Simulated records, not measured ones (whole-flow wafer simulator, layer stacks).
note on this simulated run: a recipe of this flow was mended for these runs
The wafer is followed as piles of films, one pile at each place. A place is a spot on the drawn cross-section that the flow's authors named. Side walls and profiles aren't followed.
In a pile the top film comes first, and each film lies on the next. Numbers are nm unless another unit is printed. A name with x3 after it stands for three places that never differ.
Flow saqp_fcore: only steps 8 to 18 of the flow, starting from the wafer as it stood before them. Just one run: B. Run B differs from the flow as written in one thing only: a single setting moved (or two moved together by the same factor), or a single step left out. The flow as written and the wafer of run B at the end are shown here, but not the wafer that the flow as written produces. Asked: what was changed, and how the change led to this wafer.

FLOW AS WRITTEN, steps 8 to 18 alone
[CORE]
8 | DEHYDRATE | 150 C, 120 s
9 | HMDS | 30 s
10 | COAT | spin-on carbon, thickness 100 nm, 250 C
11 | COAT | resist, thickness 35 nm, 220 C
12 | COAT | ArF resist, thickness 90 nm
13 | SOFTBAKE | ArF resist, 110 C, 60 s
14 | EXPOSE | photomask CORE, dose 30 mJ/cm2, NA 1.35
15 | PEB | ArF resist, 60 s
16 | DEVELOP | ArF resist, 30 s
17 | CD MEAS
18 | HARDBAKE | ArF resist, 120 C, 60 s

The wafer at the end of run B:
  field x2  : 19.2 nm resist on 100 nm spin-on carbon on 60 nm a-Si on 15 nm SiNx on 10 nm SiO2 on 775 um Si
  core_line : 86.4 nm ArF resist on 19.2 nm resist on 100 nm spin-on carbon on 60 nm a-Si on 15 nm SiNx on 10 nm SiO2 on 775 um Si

What caused this: step 11, COAT: thickness 19.2 nm was run, though the flow has thickness 35 nm.
The wafer itself shows it: field x2 has resist 19.2, and step 11 as written asks for 35 nm.

Step by step, how the change led to this:
  11 | COAT | resist, thickness 35 nm, 220 C
      field x2, core_line: +19.2 resist (new film) (as written it would have been: +35 resist (new film))
